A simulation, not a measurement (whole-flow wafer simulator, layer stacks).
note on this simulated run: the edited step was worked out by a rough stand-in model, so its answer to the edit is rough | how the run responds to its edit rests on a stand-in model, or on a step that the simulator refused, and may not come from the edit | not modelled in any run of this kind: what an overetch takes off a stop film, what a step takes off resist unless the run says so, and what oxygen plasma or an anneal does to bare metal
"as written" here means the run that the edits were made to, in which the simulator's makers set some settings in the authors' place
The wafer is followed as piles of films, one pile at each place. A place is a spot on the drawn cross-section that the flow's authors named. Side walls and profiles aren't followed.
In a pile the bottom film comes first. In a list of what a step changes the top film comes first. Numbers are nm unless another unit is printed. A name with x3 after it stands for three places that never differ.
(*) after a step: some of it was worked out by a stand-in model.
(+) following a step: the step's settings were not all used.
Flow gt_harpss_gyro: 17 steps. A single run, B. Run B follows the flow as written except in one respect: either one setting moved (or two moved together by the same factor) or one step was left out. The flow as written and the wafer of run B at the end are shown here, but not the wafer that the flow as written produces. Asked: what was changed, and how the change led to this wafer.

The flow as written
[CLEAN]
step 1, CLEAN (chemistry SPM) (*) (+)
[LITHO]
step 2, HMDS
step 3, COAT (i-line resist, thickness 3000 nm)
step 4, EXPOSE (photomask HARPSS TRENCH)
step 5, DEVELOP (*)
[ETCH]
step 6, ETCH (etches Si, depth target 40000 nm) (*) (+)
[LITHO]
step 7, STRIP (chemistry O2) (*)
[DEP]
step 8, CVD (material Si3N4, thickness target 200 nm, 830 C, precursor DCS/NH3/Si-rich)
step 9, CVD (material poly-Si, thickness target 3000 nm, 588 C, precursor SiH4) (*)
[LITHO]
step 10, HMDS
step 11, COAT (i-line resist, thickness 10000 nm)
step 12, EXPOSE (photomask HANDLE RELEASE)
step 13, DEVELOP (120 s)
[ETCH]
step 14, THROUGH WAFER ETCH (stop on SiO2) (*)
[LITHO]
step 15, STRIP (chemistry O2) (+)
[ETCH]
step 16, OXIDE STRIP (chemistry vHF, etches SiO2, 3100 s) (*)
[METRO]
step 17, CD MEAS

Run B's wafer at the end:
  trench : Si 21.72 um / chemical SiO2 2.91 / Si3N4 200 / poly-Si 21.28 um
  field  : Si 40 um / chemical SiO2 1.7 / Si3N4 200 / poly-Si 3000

The reason: step 6, ETCH: depth target 18280 nm was run, though the flow has depth target 40000 nm.

Step by step, how the change led to this:
  step 6, ETCH (etches Si, depth target 40000 nm) (*) (+)
      trench: -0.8 chemical SiO2 (all of it), -18.28 um Si (as written it would have been: -0.8 chemical SiO2 (all of it), -40 um Si (all of it))
      field: -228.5 i-line resist (as written it would have been: -500 i-line resist)
  step 7, STRIP (chemistry O2) (*)
      trench: +2.91 chemical SiO2 (new film), -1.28 Si (as written it would have been: nothing)
      field: -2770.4 i-line resist (all of it), +0.9 chemical SiO2, -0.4 Si (as written it would have been: -2498.9 i-line resist (all of it), +0.87 chemical SiO2, -0.38 Si)
  step 8, CVD (material Si3N4, thickness target 200 nm, 830 C, precursor DCS/NH3/Si-rich)
      trench: +200 Si3N4 (new film) (as written it would have been: +195.9 Si3N4 (new film))
  step 9, CVD (material poly-Si, thickness target 3000 nm, 588 C, precursor SiH4) (*)
      trench: +21.28 um poly-Si (new film) (as written it would have been: +43.01 um poly-Si (new film))
